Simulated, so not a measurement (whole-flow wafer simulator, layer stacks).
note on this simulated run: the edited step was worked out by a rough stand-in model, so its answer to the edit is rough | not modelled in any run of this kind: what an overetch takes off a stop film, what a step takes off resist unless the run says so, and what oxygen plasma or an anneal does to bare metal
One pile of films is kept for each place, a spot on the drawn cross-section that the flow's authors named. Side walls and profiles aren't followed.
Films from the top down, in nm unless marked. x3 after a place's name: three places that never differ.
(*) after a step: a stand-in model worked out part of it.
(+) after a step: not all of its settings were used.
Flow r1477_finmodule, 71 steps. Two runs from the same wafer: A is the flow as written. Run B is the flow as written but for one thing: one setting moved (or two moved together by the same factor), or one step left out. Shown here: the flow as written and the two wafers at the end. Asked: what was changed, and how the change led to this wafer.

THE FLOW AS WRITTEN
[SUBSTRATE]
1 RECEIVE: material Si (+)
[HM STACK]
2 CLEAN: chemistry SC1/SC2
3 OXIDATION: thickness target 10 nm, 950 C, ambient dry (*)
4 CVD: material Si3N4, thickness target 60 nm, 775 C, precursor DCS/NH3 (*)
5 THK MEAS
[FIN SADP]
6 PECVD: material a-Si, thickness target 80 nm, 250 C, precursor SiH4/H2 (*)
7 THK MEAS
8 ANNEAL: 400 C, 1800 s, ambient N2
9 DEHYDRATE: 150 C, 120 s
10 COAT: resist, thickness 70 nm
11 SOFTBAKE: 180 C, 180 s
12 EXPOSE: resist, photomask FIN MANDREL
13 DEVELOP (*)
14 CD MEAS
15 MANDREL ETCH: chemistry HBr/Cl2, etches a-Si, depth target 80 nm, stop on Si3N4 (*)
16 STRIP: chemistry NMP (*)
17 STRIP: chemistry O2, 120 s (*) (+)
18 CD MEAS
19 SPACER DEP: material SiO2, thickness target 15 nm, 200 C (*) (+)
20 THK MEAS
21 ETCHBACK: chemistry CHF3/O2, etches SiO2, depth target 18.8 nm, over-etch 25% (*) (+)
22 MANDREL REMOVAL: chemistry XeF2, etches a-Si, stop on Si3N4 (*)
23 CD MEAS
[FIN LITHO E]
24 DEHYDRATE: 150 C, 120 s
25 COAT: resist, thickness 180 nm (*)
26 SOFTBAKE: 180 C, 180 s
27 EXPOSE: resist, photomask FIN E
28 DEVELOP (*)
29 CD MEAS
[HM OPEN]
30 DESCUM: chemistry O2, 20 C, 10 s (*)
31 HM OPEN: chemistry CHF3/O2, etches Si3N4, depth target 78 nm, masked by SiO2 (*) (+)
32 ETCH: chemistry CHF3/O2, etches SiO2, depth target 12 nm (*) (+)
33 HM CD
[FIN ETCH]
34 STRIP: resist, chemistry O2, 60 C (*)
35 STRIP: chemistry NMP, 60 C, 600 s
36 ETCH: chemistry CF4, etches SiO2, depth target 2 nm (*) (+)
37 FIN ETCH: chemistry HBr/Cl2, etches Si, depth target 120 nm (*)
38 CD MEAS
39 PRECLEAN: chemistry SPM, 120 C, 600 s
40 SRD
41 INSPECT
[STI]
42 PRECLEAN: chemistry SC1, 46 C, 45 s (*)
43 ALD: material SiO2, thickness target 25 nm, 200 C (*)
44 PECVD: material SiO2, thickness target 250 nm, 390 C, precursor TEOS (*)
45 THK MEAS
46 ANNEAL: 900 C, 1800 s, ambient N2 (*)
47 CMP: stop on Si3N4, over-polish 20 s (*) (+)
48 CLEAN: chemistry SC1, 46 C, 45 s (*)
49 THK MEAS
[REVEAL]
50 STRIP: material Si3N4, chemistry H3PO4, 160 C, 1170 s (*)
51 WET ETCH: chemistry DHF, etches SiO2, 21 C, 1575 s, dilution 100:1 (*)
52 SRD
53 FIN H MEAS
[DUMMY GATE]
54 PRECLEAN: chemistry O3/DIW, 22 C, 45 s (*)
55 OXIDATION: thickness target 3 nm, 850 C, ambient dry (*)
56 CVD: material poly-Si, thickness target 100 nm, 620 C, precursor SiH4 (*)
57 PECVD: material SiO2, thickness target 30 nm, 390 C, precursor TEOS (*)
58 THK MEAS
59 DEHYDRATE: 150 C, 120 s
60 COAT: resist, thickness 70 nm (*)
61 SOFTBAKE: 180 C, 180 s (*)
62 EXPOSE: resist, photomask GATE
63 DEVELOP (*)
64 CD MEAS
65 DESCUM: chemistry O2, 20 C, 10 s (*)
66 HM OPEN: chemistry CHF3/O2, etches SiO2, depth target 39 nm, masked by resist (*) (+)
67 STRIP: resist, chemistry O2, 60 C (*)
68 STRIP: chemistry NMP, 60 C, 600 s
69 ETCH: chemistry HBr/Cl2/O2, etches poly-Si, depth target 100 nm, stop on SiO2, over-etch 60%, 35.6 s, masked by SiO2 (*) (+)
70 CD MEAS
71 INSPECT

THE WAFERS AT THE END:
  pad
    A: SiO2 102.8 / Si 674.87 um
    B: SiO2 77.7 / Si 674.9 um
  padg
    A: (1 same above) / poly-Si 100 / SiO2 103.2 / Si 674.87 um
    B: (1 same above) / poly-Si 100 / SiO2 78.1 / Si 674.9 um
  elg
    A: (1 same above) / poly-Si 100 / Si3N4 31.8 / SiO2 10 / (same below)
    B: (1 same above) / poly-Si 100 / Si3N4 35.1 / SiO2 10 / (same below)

The cause: step 37, FIN ETCH: depth target 94.8 nm was run, where the flow has depth target 120 nm.

How the change led to this, step by step:
  37 FIN ETCH: chemistry HBr/Cl2, etches Si, depth target 120 nm (*)
      pad, padg, esg and 19 more: A Si -120 | B Si -94.8
      elg, e40lg, e100lg, e200lg, elo, e40lo, e100lo, e200lo: A Si3N4 -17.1 | B Si3N4 -13.5
      (and at 6 more places)
  43 ALD: material SiO2, thickness target 25 nm, 200 C (*)
      s40cg, s45cg, s50cg, s40co, s45co, s50co: A SiO2 +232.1 (new film) | B SiO2 +208.8 (new film)
      esg: A SiO2 +194.3 (new film) | B SiO2 +172.7 (new film)
  47 CMP: stop on Si3N4, over-polish 20 s (*) (+)
      pad, padg, e40sg and 11 more: A SiO2 -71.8 | B SiO2 -97
      eso: A SiO2 -72.4 | B SiO2 -97.6
  51 WET ETCH: chemistry DHF, etches SiO2, 21 C, 1575 s, dilution 100:1 (*)
      elg, e40lg, e100lg, e200lg, elo, e40lo, e100lo, e200lo: A SiO2 -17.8 (all of it), Si3N4 -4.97 | B SiO2 -14.2 (all of it), Si3N4 -5.26
  56 CVD: material poly-Si, thickness target 100 nm, 620 C, precursor SiH4 (*)
      esg: A poly-Si +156 (new film) | B poly-Si +159.3 (new film)
  60 COAT: resist, thickness 70 nm (*)
      e40sg, eso, e40so: A resist +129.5 (new film) | B resist +132.6 (new film)
      e100sg, e100so: A resist +129.4 (new film) | B resist +132.5 (new film)
      (and at 2 more places)
  63 DEVELOP (*)
      eso, e40so: A resist -129.5 (all of it) | B resist -132.6 (all of it)
      e100so: A resist -129.4 (all of it) | B resist -132.5 (all of it)
      (and at 1 more place)
  67 STRIP: resist, chemistry O2, 60 C (*)
      e40sg: A resist -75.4 (all of it) | B resist -78.5 (all of it)
      e100sg: A resist -75.3 (all of it) | B resist -78.4 (all of it)
      (and at 1 more place)
